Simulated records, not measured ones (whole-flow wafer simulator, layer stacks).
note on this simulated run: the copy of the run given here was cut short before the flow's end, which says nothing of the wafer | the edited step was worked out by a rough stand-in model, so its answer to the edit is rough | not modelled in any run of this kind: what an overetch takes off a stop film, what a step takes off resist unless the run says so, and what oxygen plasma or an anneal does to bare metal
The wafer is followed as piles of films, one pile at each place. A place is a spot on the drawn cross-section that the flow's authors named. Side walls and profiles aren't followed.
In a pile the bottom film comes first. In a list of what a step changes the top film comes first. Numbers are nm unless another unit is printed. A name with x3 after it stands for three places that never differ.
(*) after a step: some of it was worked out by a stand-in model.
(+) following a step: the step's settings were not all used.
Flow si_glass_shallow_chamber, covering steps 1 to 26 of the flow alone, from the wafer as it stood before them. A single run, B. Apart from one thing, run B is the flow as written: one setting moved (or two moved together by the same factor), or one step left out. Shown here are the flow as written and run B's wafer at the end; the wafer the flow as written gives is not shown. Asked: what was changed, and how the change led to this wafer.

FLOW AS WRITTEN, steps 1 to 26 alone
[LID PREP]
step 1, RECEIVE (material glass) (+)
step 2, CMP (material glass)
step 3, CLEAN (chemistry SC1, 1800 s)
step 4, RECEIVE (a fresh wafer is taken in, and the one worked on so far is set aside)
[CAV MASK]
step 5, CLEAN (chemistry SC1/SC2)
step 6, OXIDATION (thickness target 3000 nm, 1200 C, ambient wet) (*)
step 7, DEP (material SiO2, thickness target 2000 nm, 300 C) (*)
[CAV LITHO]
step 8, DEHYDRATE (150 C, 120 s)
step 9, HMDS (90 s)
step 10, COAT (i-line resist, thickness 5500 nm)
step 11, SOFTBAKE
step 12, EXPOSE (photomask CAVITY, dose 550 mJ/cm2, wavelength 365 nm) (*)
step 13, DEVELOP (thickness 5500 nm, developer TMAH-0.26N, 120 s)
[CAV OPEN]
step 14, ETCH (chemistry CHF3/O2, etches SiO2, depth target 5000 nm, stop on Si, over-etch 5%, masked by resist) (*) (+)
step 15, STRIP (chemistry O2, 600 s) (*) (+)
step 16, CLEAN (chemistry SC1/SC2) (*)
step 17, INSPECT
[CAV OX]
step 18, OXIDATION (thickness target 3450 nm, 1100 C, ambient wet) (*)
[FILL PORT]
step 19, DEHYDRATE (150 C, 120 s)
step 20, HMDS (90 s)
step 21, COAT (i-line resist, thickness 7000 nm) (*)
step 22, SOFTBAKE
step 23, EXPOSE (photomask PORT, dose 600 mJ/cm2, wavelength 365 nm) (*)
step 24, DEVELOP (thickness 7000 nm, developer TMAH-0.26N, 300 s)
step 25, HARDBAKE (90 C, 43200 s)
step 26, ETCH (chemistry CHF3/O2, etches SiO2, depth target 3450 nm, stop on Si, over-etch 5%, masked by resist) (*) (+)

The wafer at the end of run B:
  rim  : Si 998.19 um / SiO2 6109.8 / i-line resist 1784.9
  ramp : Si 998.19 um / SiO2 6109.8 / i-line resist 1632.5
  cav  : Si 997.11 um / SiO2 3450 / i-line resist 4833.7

Cause: step 26, ETCH: over-etch 2.25% was run, though the flow has over-etch 5%.

How this came from the change, step by step:
  step 26, ETCH (chemistry CHF3/O2, etches SiO2, depth target 3450 nm, stop on Si, over-etch 5%, masked by resist) (*) (+)
      rim, ramp, cav, ring: -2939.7 i-line resist (in the flow as written it would be: -3018.8 i-line resist)
      port: -3450 SiO2 (all of it), -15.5 Si (in the flow as written it would be: -3450 SiO2 (all of it), -34.5 Si)
      (also at 1 further place)
